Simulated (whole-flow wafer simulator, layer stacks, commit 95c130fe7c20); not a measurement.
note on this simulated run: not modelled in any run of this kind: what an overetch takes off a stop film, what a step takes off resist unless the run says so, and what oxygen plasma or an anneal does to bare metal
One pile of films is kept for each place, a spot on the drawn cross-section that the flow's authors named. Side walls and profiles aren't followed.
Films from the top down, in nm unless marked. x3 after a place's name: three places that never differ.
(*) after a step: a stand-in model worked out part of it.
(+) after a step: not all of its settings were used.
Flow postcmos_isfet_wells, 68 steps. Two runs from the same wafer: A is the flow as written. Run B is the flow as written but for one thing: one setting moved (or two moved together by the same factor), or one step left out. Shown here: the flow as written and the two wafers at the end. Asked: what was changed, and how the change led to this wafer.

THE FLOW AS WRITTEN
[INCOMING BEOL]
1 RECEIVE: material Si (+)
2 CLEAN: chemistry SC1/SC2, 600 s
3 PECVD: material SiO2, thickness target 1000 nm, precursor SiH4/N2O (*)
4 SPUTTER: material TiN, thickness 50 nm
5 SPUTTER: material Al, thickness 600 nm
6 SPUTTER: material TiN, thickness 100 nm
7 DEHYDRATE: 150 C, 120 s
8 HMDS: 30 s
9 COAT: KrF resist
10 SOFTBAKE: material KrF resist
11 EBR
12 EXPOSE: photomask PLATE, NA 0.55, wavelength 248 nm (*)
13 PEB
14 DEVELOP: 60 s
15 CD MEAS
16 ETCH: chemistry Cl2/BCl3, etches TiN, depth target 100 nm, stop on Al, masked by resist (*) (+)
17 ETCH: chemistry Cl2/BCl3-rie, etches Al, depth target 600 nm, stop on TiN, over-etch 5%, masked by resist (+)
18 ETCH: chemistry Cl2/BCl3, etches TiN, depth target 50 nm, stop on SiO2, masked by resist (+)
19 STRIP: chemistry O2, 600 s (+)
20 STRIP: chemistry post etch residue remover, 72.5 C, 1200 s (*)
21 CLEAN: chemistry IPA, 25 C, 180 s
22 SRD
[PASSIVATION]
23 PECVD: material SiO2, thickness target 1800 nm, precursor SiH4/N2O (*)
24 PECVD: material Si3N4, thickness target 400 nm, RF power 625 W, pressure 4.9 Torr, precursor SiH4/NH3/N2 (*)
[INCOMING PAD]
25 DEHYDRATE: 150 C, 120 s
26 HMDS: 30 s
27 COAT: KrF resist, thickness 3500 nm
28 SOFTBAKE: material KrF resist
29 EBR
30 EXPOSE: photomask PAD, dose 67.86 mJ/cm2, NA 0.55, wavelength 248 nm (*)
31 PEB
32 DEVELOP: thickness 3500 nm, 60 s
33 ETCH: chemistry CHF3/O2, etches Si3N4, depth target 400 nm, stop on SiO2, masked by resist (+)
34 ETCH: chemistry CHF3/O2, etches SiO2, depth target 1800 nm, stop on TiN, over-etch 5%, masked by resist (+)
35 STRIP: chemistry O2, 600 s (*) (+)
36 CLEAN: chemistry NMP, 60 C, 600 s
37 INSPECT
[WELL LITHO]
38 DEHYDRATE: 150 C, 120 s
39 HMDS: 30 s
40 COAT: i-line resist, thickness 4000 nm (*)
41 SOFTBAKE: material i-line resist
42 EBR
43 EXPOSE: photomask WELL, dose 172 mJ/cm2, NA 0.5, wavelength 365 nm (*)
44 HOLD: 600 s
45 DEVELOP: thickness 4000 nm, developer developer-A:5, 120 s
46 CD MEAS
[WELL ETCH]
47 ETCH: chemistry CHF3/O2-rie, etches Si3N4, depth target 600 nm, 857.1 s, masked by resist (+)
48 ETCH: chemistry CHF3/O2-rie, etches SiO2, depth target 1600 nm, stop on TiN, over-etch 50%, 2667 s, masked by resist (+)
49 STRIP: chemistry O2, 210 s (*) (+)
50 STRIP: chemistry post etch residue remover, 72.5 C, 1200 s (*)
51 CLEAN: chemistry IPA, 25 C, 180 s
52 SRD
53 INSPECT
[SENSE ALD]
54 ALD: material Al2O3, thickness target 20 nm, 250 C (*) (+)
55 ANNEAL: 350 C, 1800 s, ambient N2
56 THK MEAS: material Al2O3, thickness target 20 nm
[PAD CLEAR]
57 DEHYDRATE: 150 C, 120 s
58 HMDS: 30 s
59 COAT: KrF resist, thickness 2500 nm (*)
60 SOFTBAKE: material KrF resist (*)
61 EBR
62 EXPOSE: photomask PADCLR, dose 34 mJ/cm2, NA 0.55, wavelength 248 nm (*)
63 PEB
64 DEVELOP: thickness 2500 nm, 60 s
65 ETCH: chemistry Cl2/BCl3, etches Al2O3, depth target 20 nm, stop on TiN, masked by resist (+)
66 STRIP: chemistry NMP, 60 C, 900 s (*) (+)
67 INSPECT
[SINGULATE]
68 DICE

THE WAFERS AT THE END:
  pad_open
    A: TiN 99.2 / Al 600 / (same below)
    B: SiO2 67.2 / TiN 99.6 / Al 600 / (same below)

The cause: step 33, ETCH: depth target 336 nm was run, where the flow has depth target 400 nm.

How the change led to this, step by step:
  33 ETCH: chemistry CHF3/O2, etches Si3N4, depth target 400 nm, stop on SiO2, masked by resist (+)
      pad_open: A Si3N4 -400 (all of it) | B Si3N4 -336
      field, margin, well900, well1300 x3, pad_rim, pad_clr: A KrF resist -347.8 | B KrF resist -292.2
  34 ETCH: chemistry CHF3/O2, etches SiO2, depth target 1800 nm, stop on TiN, over-etch 5%, masked by resist (+)
      pad_open: A SiO2 -1800 (all of it) | B Si3N4 -64 (all of it), SiO2 -1732.8
  35 STRIP: chemistry O2, 600 s (*) (+)
      field, margin, well900, well1300 x3, pad_rim, pad_clr: A KrF resist -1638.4 (all of it) | B KrF resist -1694.1 (all of it)
  41 SOFTBAKE: material i-line resist
      pad_clr: A i-line resist -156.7 | B i-line resist -149.9
      pad_open: A i-line resist +115.3 | B i-line resist +112.4
